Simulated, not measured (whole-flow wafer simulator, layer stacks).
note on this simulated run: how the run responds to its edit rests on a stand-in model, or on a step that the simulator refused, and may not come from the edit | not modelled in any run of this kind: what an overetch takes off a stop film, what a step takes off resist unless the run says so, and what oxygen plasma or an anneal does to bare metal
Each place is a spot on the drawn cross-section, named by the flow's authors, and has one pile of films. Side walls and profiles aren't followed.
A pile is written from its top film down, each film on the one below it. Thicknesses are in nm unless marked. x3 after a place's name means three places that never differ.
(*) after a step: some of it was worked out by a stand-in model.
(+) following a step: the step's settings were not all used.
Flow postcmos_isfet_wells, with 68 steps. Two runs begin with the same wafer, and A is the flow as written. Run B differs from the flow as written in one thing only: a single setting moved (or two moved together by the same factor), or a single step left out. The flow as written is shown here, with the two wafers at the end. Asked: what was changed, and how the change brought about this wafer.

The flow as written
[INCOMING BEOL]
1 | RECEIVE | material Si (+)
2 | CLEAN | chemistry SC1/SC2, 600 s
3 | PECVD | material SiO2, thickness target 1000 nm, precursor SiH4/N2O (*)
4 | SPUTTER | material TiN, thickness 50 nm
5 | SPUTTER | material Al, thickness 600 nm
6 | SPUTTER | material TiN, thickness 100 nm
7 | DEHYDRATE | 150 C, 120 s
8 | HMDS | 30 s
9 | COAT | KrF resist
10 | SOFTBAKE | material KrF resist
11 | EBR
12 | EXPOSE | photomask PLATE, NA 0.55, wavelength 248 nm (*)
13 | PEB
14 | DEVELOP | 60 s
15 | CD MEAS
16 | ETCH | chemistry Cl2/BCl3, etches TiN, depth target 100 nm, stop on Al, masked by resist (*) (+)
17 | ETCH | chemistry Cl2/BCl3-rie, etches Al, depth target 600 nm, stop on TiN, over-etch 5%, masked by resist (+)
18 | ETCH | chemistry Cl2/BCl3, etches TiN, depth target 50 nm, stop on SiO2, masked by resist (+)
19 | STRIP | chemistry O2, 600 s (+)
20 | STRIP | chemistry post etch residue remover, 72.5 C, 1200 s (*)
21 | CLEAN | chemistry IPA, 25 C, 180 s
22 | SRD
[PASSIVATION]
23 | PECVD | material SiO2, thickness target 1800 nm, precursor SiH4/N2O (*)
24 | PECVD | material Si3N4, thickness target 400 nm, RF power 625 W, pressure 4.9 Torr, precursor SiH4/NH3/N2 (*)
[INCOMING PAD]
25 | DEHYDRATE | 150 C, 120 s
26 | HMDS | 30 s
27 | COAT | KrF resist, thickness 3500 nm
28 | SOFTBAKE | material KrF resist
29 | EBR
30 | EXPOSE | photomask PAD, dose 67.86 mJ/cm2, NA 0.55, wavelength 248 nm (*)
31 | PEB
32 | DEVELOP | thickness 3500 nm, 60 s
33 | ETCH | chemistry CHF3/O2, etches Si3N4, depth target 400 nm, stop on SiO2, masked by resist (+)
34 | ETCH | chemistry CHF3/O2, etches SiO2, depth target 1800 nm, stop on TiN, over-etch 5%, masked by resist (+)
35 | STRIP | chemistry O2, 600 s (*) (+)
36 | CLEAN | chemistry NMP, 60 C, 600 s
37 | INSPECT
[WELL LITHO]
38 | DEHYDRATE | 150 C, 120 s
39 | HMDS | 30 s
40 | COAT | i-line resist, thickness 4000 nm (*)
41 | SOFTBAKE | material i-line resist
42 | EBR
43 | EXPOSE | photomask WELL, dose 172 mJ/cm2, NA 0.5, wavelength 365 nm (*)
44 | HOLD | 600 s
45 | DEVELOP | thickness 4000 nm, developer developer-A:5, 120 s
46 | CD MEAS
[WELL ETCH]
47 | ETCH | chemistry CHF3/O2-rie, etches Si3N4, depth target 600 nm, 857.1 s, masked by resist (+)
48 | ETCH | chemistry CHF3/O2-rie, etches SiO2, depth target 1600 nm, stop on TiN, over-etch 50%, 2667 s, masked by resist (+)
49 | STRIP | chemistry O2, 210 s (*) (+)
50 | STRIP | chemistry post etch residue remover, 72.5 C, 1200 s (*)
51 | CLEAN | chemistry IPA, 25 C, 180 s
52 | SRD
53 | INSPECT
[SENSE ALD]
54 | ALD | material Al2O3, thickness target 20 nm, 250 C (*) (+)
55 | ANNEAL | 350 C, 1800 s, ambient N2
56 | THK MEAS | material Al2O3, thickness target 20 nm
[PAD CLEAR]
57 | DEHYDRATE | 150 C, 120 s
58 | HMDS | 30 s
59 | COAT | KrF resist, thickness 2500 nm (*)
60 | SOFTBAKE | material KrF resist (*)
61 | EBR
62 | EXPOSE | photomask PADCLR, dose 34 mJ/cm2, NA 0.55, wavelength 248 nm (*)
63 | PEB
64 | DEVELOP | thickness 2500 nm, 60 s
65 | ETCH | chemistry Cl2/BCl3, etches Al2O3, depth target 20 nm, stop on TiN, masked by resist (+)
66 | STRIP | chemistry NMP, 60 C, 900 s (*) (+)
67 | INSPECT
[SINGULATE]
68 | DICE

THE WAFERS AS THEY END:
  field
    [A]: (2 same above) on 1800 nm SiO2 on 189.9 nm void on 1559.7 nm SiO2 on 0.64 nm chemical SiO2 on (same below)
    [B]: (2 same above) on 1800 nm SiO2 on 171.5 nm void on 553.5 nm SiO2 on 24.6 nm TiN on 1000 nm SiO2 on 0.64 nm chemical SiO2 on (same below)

Cause: step 18, ETCH: depth target 25 nm was run, though the flow has depth target 50 nm.

The path from the change to this, step by step:
  18 | ETCH | chemistry Cl2/BCl3, etches TiN, depth target 50 nm, stop on SiO2, masked by resist (+)
      field: A TiN loses 50 (all of it) | B TiN loses 25
      margin, well900, well1300, well2000, well3000, pad_rim, pad_clr, pad_open: A KrF resist loses 20 | B KrF resist loses 10
  23 | PECVD | material SiO2, thickness target 1800 nm, precursor SiH4/N2O (*)
      field: A SiO2 gains 1800 (new film), void gains 189.9 (new film), SiO2 gains 559.7 | B SiO2 gains 1800 (new film), void gains 171.5 (new film), SiO2 gains 553.5 (new film)
With metal films that touch counted as one body, field has 1 body; the flow as written gives 0 bodies.
